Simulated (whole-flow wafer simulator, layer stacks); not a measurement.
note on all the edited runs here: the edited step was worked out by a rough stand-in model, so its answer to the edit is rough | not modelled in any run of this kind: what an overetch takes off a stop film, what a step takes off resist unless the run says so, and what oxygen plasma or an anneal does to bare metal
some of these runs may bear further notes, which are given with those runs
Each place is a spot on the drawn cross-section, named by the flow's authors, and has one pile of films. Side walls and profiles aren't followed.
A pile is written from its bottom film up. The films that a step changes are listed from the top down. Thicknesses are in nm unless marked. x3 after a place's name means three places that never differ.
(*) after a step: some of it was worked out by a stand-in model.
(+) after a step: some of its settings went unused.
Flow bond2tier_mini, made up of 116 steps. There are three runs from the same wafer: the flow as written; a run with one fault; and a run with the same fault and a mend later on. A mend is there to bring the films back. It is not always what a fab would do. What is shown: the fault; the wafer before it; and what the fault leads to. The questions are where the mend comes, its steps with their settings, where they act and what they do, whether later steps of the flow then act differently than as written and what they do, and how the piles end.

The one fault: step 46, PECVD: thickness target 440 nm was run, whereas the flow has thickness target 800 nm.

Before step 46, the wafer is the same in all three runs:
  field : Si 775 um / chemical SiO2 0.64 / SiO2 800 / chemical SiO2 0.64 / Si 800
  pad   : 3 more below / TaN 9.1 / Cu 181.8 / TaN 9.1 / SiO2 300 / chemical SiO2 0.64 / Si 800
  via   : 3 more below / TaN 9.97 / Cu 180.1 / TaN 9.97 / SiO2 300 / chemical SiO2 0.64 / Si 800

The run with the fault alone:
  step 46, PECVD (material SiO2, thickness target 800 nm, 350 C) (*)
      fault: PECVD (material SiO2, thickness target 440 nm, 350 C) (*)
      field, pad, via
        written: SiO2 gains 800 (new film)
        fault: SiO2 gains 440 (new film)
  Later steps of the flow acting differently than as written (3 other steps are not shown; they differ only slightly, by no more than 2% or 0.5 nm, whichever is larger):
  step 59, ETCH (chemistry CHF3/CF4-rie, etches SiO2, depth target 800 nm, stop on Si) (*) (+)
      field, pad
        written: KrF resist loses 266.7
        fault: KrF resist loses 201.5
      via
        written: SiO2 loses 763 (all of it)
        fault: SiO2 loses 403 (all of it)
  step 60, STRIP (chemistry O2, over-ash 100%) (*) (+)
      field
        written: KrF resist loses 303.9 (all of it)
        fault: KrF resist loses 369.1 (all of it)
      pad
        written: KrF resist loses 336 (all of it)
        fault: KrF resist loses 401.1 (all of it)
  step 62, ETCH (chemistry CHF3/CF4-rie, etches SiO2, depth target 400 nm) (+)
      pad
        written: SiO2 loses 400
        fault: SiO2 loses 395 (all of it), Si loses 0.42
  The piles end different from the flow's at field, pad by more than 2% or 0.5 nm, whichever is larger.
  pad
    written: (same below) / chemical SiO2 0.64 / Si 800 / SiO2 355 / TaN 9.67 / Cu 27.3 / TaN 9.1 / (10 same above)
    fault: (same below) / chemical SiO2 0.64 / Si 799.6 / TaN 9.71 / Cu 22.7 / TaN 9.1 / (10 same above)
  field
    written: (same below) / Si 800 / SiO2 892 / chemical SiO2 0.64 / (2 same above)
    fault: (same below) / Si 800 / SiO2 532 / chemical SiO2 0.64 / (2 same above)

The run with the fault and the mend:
  After step 51 comes the mend.
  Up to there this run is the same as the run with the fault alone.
  step 51a, STRIP (chemistry O2, over-ash 100%) (+)
      field
        KrF resist loses 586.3 (all of it)
  step 51b, PECVD (material SiO2, thickness target 360 nm, 350 C) (*) (a further turn of the flow's step 46, with different settings)
      field, pad, via
        SiO2 gains 360
  step 51c, COAT (KrF resist, thickness 600 nm) (a further turn of the flow's step 47)
      field, pad, via
        KrF resist gains 600 (new film)
  step 51d, SOFTBAKE (KrF resist) (a further turn of the flow's step 48)
      leaves every film unchanged at each place that is followed
  step 51e, EXPOSE (photomask T2TRIM, NA 0.6) (a further turn of the flow's step 49)
      leaves every film unchanged at each place that is followed
  step 51f, PEB (KrF resist) (a further turn of the flow's step 50)
      leaves every film unchanged at each place that is followed
  step 51g, DEVELOP (developer TMAH-0.26N, 60 s) (a further turn of the flow's step 51)
      pad, via
        KrF resist loses 600 (all of it)
      field
        KrF resist loses 13.7
  None of the later steps of the flow acts differently than as written at any place that is followed.
  By the end, the piles equal the flow's at every place that both follow.
